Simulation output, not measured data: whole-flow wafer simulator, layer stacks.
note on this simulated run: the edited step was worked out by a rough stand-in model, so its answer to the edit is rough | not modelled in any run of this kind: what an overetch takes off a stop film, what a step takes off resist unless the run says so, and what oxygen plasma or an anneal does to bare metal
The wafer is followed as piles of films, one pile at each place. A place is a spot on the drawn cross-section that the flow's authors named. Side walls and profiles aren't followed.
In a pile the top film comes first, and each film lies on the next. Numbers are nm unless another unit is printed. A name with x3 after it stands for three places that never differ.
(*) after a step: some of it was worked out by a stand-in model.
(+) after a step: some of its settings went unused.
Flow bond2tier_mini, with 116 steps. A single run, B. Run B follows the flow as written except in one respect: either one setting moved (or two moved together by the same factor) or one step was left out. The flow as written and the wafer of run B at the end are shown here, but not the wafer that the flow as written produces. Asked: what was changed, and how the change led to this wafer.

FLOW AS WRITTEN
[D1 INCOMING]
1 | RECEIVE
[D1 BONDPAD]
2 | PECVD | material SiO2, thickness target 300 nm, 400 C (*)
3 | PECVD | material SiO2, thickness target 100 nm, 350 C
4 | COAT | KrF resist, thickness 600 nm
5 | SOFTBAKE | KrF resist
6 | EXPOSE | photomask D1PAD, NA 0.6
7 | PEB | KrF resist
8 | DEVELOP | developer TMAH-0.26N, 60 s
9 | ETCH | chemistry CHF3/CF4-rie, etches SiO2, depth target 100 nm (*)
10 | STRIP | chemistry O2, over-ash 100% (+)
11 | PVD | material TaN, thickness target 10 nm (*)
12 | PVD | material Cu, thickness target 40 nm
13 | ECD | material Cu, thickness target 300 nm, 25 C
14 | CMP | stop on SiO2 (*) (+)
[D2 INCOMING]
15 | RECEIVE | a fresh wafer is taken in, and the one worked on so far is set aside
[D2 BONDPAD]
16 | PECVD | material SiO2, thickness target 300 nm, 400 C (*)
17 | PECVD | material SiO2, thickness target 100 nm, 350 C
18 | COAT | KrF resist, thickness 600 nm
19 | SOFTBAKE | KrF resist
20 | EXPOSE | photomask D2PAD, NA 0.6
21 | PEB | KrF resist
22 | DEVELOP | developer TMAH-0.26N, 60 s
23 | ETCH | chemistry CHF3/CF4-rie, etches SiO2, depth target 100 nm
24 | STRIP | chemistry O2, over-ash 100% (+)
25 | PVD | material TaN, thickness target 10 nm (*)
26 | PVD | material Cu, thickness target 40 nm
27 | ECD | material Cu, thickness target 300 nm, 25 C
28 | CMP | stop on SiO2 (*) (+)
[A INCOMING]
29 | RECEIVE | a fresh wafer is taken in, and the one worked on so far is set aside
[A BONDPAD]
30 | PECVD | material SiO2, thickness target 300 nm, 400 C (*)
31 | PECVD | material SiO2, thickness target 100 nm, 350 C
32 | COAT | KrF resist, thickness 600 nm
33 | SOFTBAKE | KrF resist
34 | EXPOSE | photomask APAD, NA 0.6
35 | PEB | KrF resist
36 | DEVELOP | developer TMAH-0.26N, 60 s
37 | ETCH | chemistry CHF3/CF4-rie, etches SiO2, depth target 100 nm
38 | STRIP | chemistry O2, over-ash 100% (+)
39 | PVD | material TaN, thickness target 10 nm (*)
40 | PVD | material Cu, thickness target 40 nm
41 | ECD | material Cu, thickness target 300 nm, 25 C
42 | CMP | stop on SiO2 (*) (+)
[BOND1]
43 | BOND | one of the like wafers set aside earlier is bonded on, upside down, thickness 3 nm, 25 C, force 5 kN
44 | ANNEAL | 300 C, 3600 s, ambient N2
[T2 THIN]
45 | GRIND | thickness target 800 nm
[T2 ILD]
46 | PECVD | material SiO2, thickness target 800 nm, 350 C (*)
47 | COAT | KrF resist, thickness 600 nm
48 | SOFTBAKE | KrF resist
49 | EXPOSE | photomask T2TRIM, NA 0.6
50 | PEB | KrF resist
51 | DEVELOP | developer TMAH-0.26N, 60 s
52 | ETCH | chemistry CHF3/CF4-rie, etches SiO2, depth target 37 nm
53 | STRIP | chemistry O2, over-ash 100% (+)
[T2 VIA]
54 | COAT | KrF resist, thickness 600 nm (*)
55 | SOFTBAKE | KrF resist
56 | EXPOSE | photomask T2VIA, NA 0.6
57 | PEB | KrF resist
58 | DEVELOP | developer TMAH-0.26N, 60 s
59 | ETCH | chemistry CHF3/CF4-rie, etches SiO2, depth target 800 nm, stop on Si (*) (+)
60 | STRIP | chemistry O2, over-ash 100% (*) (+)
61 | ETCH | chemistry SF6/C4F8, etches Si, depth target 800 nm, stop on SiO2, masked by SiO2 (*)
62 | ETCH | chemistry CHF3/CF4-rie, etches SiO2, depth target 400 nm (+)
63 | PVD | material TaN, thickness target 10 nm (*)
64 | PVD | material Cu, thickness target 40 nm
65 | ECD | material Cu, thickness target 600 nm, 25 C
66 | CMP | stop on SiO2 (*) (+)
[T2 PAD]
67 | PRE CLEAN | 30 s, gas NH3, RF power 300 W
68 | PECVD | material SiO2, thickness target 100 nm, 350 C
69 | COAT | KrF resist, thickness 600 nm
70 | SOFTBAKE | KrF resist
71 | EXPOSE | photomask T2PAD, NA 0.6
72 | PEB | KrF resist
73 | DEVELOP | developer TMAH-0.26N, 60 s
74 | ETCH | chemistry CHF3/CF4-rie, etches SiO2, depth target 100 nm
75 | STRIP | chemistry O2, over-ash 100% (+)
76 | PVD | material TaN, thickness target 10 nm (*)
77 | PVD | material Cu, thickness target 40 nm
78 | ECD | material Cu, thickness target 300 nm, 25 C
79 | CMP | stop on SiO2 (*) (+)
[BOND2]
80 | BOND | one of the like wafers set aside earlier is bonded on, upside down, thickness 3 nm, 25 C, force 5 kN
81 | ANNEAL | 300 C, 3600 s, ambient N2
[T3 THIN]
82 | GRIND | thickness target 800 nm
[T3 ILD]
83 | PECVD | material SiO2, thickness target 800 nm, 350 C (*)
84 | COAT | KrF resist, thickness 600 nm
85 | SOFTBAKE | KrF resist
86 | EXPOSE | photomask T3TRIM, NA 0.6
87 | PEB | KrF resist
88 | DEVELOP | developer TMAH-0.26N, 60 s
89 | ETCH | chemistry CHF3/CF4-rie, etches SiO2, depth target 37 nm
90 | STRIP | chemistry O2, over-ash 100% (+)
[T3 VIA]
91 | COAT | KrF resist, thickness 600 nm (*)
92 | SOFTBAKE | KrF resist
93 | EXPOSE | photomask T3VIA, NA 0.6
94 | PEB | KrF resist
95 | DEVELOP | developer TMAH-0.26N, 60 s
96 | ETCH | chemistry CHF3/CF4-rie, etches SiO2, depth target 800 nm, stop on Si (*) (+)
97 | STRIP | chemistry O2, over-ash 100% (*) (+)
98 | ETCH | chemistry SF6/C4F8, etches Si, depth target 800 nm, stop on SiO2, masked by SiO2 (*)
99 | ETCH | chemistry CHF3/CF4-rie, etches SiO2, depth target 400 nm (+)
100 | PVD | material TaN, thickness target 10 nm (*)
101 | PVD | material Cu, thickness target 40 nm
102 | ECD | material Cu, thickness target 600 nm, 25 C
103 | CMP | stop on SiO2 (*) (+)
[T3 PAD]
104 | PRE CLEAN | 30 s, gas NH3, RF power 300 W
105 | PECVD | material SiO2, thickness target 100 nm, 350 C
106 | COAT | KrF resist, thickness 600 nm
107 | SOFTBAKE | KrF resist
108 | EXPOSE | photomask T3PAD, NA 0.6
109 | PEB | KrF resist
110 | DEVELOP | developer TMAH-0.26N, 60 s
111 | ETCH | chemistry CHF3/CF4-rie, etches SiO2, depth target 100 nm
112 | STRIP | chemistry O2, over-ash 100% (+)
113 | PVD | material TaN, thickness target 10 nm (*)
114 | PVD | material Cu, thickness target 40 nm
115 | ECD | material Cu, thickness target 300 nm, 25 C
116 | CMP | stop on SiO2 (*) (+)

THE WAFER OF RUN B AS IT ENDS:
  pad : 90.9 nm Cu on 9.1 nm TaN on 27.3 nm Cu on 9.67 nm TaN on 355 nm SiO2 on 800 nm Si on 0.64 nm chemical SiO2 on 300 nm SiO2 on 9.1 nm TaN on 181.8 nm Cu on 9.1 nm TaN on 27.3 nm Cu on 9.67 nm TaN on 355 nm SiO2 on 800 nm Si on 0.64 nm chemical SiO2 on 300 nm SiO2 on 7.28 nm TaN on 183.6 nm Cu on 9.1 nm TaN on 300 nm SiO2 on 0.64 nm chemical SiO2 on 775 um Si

What caused this: step 11, PVD: thickness target 8 nm was run, while the flow as written has thickness target 10 nm.

Step by step, how the change led to this:
  11 | PVD | material TaN, thickness target 10 nm (*)
      field: TaN gains 8 (new film) (in the flow as written it would be: TaN gains 10 (new film))
      pad: TaN gains 7.28 (new film) (in the flow as written it would be: TaN gains 9.1 (new film))
      (also at 1 further place)
  14 | CMP | stop on SiO2 (*) (+)
      field: Cu loses 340 (all of it), TaN loses 8 (all of it) (in the flow as written it would be: Cu loses 340 (all of it), TaN loses 10 (all of it))
  43 | BOND | one of the like wafers set aside earlier is bonded on, upside down, thickness 3 nm, 25 C, force 5 kN
      pad: Si gains 775 um (new film), chemical SiO2 gains 0.64 (new film), SiO2 gains 300 (new film), TaN gains 7.28 (new film), Cu gains 92.7 (in the flow as written it would be: Si gains 775 um (new film), chemical SiO2 gains 0.64 (new film), SiO2 gains 300 (new film), TaN gains 9.1 (new film), Cu gains 90.9)
      via: Si gains 775 um (new film), chemical SiO2 gains 0.64 (new film), SiO2 gains 300 (new film), TaN gains 7.98 (new film), Cu gains 92 (in the flow as written it would be: Si gains 775 um (new film), chemical SiO2 gains 0.64 (new film), SiO2 gains 300 (new film), TaN gains 9.97 (new film), Cu gains 90)
